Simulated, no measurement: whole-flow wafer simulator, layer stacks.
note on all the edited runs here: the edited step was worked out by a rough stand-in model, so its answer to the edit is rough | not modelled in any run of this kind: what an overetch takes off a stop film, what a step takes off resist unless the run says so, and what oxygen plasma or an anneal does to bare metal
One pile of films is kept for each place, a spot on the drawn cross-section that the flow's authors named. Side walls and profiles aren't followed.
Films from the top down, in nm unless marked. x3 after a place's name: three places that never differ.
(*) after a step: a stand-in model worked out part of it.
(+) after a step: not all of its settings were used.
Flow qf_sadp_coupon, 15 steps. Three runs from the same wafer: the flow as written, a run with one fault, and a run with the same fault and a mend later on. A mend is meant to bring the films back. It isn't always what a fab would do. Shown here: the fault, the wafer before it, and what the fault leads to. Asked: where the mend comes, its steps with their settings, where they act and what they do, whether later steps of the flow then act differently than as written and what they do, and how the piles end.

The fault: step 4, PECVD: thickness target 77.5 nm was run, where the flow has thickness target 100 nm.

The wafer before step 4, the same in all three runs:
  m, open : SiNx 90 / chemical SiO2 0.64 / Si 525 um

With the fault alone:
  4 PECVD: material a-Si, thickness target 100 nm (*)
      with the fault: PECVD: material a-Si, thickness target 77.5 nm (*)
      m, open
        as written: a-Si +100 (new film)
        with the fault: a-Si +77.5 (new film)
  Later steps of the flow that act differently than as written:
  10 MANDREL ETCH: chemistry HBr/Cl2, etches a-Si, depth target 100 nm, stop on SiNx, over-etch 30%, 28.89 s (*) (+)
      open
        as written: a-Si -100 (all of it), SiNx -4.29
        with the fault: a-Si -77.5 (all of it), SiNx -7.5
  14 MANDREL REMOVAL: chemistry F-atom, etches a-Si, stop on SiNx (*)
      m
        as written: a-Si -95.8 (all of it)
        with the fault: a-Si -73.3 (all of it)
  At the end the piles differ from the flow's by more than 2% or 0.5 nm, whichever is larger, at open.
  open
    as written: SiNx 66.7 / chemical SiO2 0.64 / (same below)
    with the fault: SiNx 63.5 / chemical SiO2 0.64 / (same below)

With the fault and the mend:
  The mend comes after step 4.
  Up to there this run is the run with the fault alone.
  4a PECVD: material a-Si, thickness target 22.5 nm (*) (the flow's step 4 once more, with other settings)
      m, open
        a-Si +22.5
  No later step of the flow acts differently than as written at any place that is followed.
  At the end the piles are the same as the flow's at every place that both follow.
